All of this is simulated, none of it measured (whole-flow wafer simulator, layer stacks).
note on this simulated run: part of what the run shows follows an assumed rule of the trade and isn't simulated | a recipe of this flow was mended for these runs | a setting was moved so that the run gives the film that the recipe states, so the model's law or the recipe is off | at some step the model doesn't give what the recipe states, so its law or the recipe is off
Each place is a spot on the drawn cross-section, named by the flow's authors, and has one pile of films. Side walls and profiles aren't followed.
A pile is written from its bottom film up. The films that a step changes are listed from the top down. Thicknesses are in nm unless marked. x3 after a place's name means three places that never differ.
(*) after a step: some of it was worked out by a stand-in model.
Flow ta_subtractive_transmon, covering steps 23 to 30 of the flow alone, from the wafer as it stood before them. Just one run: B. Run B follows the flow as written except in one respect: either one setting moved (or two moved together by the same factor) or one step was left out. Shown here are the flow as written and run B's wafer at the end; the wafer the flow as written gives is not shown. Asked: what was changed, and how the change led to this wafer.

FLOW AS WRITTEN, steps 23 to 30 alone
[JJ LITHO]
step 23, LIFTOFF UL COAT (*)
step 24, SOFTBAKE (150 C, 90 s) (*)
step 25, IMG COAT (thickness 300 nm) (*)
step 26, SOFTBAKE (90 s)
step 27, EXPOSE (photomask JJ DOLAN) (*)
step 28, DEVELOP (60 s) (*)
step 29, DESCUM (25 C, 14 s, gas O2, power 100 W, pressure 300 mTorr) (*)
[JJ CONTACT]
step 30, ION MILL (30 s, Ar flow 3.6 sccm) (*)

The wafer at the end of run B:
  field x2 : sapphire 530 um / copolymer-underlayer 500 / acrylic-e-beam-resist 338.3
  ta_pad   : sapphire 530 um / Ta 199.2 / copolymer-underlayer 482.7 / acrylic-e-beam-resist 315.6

The reason: step 25, IMG COAT: thickness 370 nm was run, though the flow has thickness 300 nm.

The path from the change to this, step by step:
  step 25, IMG COAT (thickness 300 nm) (*)
      field x2, jj_line: +370 acrylic-e-beam-resist (new film) (in the flow as written it would be: +300 acrylic-e-beam-resist (new film))
      lead: +384.7 acrylic-e-beam-resist (new film) (in the flow as written it would be: +312.5 acrylic-e-beam-resist (new film))
      (as well as at 2 more places)
  step 28, DEVELOP (60 s) (*)
      jj_line: -370 acrylic-e-beam-resist (all of it), -500 copolymer-underlayer (all of it) (in the flow as written it would be: -300 acrylic-e-beam-resist (all of it), -500 copolymer-underlayer (all of it))
      lead: -384.7 acrylic-e-beam-resist (all of it), -554.7 copolymer-underlayer (all of it) (in the flow as written it would be: -312.5 acrylic-e-beam-resist (all of it), -554.7 copolymer-underlayer (all of it))
      (as well as at 1 more place)
